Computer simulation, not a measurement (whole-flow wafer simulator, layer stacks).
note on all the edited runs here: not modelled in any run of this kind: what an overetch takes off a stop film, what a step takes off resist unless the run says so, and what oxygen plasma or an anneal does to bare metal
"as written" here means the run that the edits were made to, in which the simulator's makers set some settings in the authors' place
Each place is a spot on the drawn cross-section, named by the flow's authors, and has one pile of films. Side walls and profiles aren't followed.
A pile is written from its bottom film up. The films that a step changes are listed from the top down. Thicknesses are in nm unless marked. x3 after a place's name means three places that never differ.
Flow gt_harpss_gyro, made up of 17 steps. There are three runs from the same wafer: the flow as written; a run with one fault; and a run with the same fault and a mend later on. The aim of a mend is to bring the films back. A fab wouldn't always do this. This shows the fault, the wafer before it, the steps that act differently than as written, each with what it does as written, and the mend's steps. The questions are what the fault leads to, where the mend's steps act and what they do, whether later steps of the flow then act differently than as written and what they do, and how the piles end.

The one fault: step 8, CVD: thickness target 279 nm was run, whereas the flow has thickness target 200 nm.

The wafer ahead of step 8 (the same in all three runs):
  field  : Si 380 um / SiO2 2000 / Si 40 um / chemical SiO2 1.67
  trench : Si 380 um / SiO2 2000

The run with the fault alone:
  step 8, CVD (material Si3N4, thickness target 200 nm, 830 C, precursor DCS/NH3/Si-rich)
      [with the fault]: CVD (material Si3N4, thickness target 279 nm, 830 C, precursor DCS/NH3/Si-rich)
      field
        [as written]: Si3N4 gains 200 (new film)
        [with the fault]: Si3N4 gains 279 (new film)
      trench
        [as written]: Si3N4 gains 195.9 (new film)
        [with the fault]: Si3N4 gains 272.9 (new film)
  Later steps of the flow that are run all act as written at every place that is followed.
  The piles end different from the flow's at field, trench by more than 2% or 0.5 nm, whichever is larger.
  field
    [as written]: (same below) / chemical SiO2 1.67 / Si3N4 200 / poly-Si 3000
    [with the fault]: (same below) / chemical SiO2 1.67 / Si3N4 279 / poly-Si 3000
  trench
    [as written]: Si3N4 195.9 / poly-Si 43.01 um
    [with the fault]: Si3N4 272.9 / poly-Si 43.01 um

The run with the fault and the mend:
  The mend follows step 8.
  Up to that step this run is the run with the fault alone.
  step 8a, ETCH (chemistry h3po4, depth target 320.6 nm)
      field
        Si3N4 loses 279 (all of it)
      trench
        Si3N4 loses 272.9 (all of it)
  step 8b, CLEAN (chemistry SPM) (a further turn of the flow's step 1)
      leaves every film unchanged at each place that is followed
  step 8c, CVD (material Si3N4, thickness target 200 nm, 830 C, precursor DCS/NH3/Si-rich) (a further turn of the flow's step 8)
      field
        Si3N4 gains 200 (new film)
      trench
        Si3N4 gains 195.9 (new film)
  Later steps of the flow that are run all act as written at every place that is followed.
  By the end, the piles equal the flow's at every place that both follow.
